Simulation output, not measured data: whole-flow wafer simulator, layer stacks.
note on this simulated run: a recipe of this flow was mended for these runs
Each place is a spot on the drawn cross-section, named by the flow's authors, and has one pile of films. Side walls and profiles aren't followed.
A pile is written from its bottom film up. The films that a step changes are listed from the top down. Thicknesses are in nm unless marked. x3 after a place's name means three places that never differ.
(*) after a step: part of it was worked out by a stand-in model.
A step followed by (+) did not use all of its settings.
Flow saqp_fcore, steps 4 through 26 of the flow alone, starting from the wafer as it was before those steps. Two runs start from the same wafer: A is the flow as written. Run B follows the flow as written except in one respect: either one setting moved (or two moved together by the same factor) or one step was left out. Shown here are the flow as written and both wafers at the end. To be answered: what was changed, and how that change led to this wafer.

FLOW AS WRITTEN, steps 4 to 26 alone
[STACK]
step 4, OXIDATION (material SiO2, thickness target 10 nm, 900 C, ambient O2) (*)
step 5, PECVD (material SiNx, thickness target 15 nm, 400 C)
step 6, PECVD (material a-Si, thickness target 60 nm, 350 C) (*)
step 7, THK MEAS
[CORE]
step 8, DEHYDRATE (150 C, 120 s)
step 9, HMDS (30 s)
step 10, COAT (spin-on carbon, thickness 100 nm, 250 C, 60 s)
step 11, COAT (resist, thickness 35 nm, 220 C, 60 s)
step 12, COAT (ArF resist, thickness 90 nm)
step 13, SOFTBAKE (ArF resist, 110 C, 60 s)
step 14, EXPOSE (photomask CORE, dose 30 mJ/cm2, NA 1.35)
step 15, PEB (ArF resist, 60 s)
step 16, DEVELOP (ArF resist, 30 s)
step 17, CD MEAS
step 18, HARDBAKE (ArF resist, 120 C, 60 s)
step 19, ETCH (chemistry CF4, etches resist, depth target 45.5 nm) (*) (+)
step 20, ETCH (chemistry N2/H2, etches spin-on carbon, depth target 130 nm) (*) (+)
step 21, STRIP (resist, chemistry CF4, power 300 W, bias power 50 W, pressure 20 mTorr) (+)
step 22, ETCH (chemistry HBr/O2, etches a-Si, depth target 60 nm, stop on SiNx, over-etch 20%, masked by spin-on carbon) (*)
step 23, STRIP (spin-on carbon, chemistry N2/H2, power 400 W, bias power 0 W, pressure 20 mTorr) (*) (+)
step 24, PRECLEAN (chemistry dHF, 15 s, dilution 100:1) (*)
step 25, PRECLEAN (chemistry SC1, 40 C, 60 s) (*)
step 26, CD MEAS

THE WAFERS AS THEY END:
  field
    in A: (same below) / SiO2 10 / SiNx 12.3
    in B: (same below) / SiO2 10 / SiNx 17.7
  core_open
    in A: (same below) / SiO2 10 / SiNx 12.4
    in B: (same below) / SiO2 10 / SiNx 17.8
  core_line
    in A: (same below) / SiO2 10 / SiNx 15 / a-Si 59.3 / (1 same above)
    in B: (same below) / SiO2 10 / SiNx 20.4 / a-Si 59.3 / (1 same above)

The reason: step 5, PECVD: thickness target 20.4 nm was run, though the flow has thickness target 15 nm.
The wafer itself shows it: core_line has SiNx 20.4, and step 5 as written asks for 15 nm.

The path from the change to this, step by step:
  step 5, PECVD (material SiNx, thickness target 15 nm, 400 C)
      field, core_open, core_line: A SiNx gains 15 (new film) | B SiNx gains 20.4 (new film)
